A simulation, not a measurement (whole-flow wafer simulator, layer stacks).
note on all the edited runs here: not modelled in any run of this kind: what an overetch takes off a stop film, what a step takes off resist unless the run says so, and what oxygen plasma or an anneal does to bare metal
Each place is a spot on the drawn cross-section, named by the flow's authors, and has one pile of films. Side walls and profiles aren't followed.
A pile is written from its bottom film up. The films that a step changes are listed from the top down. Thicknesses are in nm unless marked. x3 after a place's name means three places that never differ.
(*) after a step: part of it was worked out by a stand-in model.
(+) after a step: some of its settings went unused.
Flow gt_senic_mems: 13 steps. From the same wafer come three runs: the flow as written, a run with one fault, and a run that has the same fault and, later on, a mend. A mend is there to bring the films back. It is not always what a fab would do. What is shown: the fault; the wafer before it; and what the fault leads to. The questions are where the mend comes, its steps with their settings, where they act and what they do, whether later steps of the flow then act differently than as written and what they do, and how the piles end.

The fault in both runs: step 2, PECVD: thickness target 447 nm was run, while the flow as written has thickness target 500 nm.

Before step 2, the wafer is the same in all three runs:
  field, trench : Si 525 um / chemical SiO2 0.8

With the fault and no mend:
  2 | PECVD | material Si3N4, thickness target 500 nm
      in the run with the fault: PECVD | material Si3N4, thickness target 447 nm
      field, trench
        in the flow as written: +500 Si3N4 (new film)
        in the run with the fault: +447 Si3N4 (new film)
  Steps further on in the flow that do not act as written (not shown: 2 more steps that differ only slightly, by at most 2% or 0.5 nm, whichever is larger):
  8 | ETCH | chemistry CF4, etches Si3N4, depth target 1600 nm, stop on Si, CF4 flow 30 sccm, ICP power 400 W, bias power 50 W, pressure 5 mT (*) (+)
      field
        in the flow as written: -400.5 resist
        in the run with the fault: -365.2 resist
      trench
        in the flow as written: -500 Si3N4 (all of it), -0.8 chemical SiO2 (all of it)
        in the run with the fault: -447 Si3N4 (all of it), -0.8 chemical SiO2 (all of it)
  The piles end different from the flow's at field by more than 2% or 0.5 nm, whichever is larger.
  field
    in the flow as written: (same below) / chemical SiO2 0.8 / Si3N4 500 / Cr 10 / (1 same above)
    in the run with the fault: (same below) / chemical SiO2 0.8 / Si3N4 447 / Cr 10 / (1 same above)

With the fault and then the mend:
  The mend stands after step 7.
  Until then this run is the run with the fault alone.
  7a | STRIP | chemistry O2 (*)
      field
        -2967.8 resist (all of it)
  7b | PECVD | material Si3N4, thickness target 53 nm (the flow's step 2 again, with other settings)
      field, trench
        +53 Si3N4
  7c | HMDS (the flow's step 3 again)
      alters no film at any place that is followed
  7d | COAT | resist, thickness 3000 nm (the flow's step 4 again)
      field, trench
        +3000 resist (new film)
  7e | SOFTBAKE | resist (the flow's step 5 again)
      alters no film at any place that is followed
  7f | EXPOSE | photomask DEVICE, dose 108.9 mJ/cm2, wavelength 405 nm (*) (the flow's step 6 again)
      alters no film at any place that is followed
  7g | DEVELOP | resist, thickness 3000 nm, developer developer-E, 60 s (the flow's step 7 again)
      field
        -32.2 resist
      trench
        -3000 resist (all of it)
  None of the later steps of the flow acts differently than as written at any place that is followed.
  By the end, the piles equal the flow's at every place that both follow.
